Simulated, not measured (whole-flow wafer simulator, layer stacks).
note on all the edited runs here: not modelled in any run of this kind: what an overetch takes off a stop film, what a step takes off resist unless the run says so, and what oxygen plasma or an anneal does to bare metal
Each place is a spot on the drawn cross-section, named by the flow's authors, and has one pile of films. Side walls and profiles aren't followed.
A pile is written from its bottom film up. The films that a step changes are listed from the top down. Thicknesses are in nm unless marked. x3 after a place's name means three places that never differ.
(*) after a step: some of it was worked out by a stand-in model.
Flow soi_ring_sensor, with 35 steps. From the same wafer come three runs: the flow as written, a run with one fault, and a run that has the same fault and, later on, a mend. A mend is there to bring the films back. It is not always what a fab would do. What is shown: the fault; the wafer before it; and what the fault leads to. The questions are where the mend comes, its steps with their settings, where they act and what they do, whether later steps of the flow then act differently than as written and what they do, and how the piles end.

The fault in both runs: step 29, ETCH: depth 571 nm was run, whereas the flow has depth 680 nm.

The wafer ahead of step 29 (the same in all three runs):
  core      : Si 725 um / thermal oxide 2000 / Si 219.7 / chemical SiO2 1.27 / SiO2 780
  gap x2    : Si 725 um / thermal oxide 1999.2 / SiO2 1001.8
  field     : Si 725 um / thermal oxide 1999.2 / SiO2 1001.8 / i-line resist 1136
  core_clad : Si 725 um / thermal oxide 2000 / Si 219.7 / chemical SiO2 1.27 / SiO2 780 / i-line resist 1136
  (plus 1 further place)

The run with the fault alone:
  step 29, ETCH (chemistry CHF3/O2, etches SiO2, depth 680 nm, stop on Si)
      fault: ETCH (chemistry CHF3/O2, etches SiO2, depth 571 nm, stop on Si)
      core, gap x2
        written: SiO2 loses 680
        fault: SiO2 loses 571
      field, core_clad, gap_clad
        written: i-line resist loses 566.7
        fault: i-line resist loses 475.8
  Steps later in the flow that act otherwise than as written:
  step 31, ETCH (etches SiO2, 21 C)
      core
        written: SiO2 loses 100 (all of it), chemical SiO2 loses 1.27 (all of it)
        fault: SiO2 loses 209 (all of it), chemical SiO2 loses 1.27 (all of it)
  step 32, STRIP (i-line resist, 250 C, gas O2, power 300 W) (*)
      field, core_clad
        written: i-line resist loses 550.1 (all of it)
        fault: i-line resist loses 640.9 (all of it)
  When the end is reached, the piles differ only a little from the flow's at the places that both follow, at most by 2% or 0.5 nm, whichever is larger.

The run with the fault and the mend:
  The mend follows step 29.
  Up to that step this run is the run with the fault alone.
  step 29a, ETCH (chemistry CHF3/O2, etches SiO2, depth 109 nm, stop on Si) (a further turn of the flow's step 29, with different settings)
      core, gap x2
        SiO2 loses 109
      field, core_clad, gap_clad
        i-line resist loses 90.8
  Every later step of the flow that is run acts as written at every place that is followed.
  By the end, the piles equal the flow's at every place that both follow.
